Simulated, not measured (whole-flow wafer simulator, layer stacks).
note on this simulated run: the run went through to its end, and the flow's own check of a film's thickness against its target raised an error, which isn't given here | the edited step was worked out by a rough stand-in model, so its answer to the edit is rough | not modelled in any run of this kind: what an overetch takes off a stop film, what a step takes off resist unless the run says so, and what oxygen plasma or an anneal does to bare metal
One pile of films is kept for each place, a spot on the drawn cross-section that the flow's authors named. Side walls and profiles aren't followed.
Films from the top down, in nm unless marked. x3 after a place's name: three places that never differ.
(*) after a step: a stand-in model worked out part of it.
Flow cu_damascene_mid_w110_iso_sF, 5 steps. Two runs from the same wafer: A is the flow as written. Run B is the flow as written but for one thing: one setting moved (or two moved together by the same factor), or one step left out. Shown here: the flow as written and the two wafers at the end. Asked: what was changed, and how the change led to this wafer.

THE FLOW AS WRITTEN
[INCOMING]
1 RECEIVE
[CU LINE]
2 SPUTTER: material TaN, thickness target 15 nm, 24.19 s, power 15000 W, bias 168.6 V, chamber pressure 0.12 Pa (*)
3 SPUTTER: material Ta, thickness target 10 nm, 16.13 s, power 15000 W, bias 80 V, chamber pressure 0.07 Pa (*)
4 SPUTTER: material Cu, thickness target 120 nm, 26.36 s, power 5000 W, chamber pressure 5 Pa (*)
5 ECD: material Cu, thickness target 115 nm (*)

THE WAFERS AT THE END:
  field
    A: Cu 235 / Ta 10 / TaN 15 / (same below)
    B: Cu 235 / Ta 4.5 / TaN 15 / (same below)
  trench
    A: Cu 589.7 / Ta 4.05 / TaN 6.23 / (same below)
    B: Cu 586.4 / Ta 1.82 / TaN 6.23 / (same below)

The cause: step 3, SPUTTER: thickness target 4.5 nm was run, where the flow has thickness target 10 nm; step 3, SPUTTER: 7.26 s was run, where the flow has 16.13 s.
It can be read off the wafer: field has Ta 4.5, and step 3 as written asks for 10 nm.

How the change led to this, step by step:
  3 SPUTTER: material Ta, thickness target 10 nm, 16.13 s, power 15000 W, bias 80 V, chamber pressure 0.07 Pa (*)
      field: A Ta +10 (new film) | B Ta +4.5 (new film)
      trench: A Ta +4.05 (new film) | B Ta +1.82 (new film)
